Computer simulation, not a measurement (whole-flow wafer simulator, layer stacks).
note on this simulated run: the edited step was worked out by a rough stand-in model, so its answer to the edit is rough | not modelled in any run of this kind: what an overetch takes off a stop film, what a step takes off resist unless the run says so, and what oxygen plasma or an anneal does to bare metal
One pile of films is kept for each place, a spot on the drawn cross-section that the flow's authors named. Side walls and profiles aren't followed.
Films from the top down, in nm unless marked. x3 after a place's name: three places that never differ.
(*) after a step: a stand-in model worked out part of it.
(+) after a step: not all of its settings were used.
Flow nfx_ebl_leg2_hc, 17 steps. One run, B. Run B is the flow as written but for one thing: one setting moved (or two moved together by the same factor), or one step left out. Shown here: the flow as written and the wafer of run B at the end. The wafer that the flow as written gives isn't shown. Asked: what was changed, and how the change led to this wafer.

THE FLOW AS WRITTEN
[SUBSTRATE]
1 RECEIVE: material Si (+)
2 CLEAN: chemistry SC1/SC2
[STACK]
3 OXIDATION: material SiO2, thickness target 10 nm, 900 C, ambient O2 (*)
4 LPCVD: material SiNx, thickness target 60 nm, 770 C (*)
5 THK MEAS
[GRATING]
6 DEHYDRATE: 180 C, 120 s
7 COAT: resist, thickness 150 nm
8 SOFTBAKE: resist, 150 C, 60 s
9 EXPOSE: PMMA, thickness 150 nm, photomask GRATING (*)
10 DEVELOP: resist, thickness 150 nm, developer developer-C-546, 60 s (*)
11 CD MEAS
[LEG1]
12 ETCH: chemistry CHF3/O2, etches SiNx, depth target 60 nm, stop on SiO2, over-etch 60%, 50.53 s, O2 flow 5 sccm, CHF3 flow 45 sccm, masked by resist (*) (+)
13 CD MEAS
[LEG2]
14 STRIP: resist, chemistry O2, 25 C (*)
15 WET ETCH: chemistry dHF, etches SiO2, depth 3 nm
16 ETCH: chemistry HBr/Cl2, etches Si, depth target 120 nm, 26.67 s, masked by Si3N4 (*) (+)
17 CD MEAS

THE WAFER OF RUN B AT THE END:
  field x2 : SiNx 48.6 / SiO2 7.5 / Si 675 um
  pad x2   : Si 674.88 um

The cause: step 3, OXIDATION: thickness target 7.5 nm was run, where the flow has thickness target 10 nm.
It can be read off the wafer: field x2 has SiO2 7.5, and step 3 as written asks for 10 nm.

How the change led to this, step by step:
  3 OXIDATION: material SiO2, thickness target 10 nm, 900 C, ambient O2 (*)
      field x2, pad x2: SiO2 +7.5 (new film), chemical SiO2 -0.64 (all of it), Si -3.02 (as written it would be: SiO2 +10 (new film), chemical SiO2 -0.64 (all of it), Si -4.12)
  12 ETCH: chemistry CHF3/O2, etches SiNx, depth target 60 nm, stop on SiO2, over-etch 60%, 50.53 s, O2 flow 5 sccm, CHF3 flow 45 sccm, masked by resist (*) (+)
      pad x2: SiNx -60 (all of it), SiO2 -7.5 (all of it) (as written it would be: SiNx -60 (all of it), SiO2 -10 (all of it))
